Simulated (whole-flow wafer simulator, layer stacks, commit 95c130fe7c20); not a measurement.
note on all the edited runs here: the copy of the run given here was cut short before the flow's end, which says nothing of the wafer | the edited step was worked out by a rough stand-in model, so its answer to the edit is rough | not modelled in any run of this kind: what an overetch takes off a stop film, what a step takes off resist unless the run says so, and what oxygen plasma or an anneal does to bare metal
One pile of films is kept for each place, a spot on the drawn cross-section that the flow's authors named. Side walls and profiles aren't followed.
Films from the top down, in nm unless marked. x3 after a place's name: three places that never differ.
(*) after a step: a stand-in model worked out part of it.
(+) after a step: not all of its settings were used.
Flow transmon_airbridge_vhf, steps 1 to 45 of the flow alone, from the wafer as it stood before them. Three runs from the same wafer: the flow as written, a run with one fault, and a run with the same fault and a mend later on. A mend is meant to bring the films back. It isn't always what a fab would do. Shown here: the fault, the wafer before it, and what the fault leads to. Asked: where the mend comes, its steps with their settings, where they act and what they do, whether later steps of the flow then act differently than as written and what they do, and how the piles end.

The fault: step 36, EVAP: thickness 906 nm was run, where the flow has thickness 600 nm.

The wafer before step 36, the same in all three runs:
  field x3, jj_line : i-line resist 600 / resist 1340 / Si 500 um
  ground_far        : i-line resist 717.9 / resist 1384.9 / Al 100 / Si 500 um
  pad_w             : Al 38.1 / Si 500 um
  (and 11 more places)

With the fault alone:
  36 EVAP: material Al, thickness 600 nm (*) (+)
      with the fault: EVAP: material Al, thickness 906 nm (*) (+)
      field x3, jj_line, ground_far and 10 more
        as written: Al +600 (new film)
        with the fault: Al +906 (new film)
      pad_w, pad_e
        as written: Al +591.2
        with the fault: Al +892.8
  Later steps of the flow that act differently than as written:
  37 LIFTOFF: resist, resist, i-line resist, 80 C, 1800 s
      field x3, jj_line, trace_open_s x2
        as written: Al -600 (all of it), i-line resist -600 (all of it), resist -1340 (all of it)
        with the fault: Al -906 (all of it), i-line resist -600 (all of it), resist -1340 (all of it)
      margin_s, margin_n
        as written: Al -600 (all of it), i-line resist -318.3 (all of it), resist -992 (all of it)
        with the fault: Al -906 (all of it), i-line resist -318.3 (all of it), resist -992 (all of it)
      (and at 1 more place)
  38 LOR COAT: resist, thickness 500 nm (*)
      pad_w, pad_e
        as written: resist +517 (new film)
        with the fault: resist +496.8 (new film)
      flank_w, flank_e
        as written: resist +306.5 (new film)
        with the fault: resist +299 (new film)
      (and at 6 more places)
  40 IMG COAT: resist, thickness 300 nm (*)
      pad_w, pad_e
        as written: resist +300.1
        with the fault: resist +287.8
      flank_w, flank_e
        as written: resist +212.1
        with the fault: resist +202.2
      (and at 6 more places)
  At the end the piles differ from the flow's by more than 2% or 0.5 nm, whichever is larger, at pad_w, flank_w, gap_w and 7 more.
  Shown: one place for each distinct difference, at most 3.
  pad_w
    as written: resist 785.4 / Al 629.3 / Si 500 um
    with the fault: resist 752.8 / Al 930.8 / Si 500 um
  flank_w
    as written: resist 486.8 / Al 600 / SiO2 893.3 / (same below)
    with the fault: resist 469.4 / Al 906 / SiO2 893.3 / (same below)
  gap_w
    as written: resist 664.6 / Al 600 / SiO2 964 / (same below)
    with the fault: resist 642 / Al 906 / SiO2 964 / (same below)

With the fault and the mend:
  The mend comes after step 36.
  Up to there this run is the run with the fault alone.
  36a METAL ETCH: etches Al, depth 306 nm (the flow's step 11 once more, with other settings)
      field x3, jj_line, ground_far and 12 more
        Al -306
  No later step of the flow acts differently than as written, at any place that is followed, by more than 2% or 0.5 nm, whichever is larger.
  At the end the piles differ from the flow's only slightly at the places that both follow, by at most 2% or 0.5 nm, whichever is larger.
